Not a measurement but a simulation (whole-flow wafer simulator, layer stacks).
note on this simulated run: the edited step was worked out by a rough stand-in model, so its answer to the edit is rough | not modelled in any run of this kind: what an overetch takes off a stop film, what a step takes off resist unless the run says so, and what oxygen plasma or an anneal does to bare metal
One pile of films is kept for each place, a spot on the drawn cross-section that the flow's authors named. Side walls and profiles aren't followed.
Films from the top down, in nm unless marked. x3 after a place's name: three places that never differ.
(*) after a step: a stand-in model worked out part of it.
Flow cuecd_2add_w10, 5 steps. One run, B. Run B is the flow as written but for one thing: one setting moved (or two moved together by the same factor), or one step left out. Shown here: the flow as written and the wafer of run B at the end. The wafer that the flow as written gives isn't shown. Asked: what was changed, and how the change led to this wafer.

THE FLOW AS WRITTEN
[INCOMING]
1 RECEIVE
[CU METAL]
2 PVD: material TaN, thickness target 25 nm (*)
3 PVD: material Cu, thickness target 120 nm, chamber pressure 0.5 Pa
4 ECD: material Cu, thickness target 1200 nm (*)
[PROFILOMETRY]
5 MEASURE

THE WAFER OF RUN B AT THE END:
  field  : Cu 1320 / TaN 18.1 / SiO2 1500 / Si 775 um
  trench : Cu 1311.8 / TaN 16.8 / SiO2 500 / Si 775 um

The cause: step 2, PVD: thickness target 18.1 nm was run, where the flow has thickness target 25 nm.
It can be read off the wafer: field has TaN 18.1, and step 2 as written asks for 25 nm.

How the change led to this, step by step:
  2 PVD: material TaN, thickness target 25 nm (*)
      field: TaN +18.1 (new film) (as written it would be: TaN +25 (new film))
      trench: TaN +16.8 (new film) (as written it would be: TaN +23.2 (new film))
